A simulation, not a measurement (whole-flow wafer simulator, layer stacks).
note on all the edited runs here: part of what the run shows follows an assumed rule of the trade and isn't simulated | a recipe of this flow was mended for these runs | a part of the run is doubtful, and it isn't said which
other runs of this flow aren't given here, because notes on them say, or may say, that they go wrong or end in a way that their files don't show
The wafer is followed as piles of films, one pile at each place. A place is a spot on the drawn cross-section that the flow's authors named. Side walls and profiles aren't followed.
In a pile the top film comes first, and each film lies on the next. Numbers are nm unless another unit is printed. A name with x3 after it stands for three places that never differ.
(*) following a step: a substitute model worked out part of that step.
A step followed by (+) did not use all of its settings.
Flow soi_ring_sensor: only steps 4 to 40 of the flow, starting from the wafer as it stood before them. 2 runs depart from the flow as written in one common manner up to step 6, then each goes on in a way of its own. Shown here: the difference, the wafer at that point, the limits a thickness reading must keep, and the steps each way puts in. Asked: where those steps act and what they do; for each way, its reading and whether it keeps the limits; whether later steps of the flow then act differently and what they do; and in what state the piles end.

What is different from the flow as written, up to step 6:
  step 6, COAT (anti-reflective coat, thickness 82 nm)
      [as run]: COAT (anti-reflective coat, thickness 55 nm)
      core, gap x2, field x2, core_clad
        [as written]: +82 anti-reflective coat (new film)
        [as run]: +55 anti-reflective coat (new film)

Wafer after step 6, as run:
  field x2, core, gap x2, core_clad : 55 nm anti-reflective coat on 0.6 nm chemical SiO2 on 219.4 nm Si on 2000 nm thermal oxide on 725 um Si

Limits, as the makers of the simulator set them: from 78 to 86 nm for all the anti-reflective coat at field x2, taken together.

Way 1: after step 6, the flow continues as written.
  The reading taken after step 6 is 55 nm, which is outside the limits.
  Later steps of the flow acting differently than as written (4 more steps, not shown, differ only slightly: by at most 2% or 0.5 nm, whichever is larger):
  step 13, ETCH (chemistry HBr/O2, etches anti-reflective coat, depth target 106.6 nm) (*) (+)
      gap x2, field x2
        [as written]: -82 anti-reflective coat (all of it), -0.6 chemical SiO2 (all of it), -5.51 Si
        [this way]: -55 anti-reflective coat (all of it), -0.6 chemical SiO2 (all of it), -3.71 Si
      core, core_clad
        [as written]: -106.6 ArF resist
        [this way]: -82.5 ArF resist
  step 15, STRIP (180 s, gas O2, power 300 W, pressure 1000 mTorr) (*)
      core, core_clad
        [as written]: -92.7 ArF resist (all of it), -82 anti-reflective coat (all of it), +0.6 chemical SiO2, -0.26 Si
        [this way]: -116.8 ArF resist (all of it), -55 anti-reflective coat (all of it), +0.6 chemical SiO2, -0.27 Si
  The piles end only slightly different from the flow's at the places that both follow, by no more than 2% or 0.5 nm, whichever is larger.

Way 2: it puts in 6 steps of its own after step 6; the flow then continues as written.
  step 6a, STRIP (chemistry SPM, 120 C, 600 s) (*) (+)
      core, gap x2, field x2, core_clad
        -55 anti-reflective coat (all of it), +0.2 chemical SiO2
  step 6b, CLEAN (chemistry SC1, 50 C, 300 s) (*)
      core, gap x2, field x2, core_clad
        -0.2 chemical SiO2, -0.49 Si
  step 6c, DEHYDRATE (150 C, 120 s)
      does not change any film at any place that is followed
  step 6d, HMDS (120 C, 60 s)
      does not change any film at any place that is followed
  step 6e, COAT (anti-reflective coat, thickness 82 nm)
      core, gap x2, field x2, core_clad
        +82 anti-reflective coat (new film)
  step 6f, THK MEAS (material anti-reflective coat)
      does not change any film at any place that is followed
  The reading taken after step 6f is 82 nm, which is within the limits.
  None of the later steps of the flow differs from how it acts as written, at any place that is followed, by more than 2% or 0.5 nm, whichever is larger.
  The piles end only slightly different from the flow's at the places that both follow, by no more than 2% or 0.5 nm, whichever is larger.

Keeping within the limits: way 2. Outside them: way 1.
